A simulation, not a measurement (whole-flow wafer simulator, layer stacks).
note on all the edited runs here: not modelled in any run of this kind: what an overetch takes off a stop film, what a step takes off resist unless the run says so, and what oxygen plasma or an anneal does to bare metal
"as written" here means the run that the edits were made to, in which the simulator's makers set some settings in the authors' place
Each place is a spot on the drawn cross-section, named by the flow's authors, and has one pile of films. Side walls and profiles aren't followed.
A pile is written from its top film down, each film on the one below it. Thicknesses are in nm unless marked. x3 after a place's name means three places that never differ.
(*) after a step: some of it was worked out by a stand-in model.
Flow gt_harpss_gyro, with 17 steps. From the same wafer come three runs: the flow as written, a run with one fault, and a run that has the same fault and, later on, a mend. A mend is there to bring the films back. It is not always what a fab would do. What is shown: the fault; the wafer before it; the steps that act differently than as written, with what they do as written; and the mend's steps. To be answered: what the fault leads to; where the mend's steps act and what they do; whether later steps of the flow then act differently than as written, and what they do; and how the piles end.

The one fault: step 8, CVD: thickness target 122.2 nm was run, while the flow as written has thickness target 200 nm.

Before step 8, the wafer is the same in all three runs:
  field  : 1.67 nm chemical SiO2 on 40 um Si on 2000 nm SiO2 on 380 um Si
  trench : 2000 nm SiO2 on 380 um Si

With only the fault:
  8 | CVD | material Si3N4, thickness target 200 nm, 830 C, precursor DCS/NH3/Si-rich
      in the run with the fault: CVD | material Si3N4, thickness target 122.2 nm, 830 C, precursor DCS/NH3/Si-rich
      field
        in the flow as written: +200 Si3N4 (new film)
        in the run with the fault: +122.2 Si3N4 (new film)
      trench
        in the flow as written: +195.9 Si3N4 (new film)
        in the run with the fault: +119.9 Si3N4 (new film)
  Later steps of the flow acting differently than as written:
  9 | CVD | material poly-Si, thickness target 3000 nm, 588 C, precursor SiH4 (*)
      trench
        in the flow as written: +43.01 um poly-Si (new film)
        in the run with the fault: +43 um poly-Si (new film)
  At field, trench, the piles at the end differ from the flow's by more than 2% or 0.5 nm, whichever is larger.
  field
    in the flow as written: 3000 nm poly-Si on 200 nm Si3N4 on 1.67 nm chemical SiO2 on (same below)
    in the run with the fault: 3000 nm poly-Si on 122.2 nm Si3N4 on 1.67 nm chemical SiO2 on (same below)
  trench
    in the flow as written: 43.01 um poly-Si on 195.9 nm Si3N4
    in the run with the fault: 43 um poly-Si on 119.9 nm Si3N4

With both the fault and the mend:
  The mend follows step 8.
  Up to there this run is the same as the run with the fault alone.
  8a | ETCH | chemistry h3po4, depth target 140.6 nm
      field
        -122.2 Si3N4 (all of it)
      trench
        -119.9 Si3N4 (all of it)
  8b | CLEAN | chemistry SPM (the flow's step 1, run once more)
      leaves every film unchanged at each place that is followed
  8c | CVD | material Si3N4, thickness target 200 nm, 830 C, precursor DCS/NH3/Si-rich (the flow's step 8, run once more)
      field
        +200 Si3N4 (new film)
      trench
        +195.9 Si3N4 (new film)
  Later steps of the flow that are run all act as written at every place that is followed.
  The piles end the same as the flow's at every place that both follow.
